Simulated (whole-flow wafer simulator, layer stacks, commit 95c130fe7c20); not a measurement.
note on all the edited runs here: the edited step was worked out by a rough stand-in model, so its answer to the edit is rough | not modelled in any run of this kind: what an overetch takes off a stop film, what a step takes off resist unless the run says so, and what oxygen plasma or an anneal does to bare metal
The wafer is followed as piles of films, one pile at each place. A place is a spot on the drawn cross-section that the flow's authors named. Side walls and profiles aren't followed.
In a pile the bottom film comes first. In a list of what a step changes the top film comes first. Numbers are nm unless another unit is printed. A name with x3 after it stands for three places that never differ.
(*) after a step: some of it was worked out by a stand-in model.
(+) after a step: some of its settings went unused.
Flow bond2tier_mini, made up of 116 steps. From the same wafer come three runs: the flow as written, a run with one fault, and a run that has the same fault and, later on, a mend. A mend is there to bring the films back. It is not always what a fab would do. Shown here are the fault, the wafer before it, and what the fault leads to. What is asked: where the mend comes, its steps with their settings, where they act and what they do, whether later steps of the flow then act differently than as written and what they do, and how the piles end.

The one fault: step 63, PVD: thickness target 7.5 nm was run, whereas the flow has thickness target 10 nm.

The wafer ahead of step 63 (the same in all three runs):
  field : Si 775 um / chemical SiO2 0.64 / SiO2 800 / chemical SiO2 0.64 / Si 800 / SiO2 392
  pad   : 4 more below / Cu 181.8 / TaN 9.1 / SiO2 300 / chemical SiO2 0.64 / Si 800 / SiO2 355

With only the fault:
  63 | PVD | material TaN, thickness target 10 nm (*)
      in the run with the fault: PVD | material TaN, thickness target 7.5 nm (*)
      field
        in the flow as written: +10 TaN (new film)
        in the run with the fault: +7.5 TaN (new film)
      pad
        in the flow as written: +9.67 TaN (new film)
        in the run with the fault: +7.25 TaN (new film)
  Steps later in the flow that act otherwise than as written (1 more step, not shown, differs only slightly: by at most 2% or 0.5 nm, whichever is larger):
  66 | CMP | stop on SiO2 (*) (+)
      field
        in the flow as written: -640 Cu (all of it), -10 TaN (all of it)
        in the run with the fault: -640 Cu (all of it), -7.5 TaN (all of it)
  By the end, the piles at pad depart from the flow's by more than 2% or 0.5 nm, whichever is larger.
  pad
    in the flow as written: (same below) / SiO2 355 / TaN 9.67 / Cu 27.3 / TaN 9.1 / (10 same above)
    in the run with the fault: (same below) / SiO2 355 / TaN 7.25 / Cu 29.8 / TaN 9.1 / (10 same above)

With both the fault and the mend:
  After step 63 comes the mend.
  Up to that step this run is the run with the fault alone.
  63a | PVD | material TaN, thickness target 2.5 nm (*) (the flow's step 63, run once more with other settings)
      field
        +2.5 TaN
      pad
        +2.42 TaN
  Every later step of the flow that is run acts as written at every place that is followed.
  At every place that both follow, the piles at the end match the flow's.
